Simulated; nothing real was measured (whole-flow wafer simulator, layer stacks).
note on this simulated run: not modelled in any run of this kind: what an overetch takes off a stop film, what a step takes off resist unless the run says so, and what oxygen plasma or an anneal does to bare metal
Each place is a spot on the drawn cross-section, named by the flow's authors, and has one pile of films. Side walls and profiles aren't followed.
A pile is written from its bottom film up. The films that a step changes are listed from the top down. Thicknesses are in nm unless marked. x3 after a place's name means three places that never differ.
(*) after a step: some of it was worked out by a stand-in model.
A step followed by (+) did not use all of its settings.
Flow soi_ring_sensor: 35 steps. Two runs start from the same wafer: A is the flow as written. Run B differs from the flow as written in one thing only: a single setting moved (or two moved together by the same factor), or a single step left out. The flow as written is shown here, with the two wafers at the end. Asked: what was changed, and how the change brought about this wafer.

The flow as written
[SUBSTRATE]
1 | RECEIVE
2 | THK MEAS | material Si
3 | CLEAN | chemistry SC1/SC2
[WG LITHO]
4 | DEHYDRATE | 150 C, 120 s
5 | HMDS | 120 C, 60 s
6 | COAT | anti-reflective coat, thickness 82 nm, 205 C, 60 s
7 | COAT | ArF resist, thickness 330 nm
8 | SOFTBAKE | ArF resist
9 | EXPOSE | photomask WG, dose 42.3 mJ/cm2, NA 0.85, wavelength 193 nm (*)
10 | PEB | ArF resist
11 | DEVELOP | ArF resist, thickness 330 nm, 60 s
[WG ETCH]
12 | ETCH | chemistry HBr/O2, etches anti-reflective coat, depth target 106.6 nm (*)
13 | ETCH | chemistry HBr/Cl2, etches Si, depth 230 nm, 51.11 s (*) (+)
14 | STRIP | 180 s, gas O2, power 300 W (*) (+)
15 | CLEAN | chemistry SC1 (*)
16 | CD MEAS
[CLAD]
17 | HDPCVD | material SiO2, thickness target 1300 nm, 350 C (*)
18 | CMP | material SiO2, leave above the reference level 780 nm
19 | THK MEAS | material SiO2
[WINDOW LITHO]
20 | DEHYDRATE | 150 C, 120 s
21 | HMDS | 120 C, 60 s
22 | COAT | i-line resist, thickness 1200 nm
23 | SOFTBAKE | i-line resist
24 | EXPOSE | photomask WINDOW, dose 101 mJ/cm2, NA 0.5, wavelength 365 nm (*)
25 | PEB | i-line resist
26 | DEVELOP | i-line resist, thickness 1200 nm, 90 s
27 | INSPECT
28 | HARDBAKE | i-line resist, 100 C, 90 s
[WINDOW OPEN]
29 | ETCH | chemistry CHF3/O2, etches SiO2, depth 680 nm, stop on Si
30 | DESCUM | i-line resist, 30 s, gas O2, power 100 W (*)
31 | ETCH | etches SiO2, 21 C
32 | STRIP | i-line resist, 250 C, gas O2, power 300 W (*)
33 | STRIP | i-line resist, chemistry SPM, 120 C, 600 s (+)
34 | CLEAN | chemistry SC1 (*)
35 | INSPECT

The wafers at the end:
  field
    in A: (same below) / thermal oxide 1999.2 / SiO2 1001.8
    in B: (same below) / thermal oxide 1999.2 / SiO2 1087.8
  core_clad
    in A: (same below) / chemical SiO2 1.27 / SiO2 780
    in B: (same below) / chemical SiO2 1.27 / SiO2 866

What caused this: step 18, CMP: leave above the reference level 866 nm was run, while the flow as written has leave above the reference level 780 nm.
The wafer lets one read it off: core_clad has SiO2 866, and step 18 as written asks for 780 nm.

How this came from the change, step by step:
  18 | CMP | material SiO2, leave above the reference level 780 nm
      gap, window, field, gap_clad: A SiO2 loses 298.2 | B SiO2 loses 212.2
      core, core_clad: A SiO2 loses 520 | B SiO2 loses 434
  31 | ETCH | etches SiO2, 21 C
      core: A SiO2 loses 100 (all of it), chemical SiO2 loses 1.27 (all of it) | B SiO2 loses 186 (all of it), chemical SiO2 loses 1.27 (all of it)
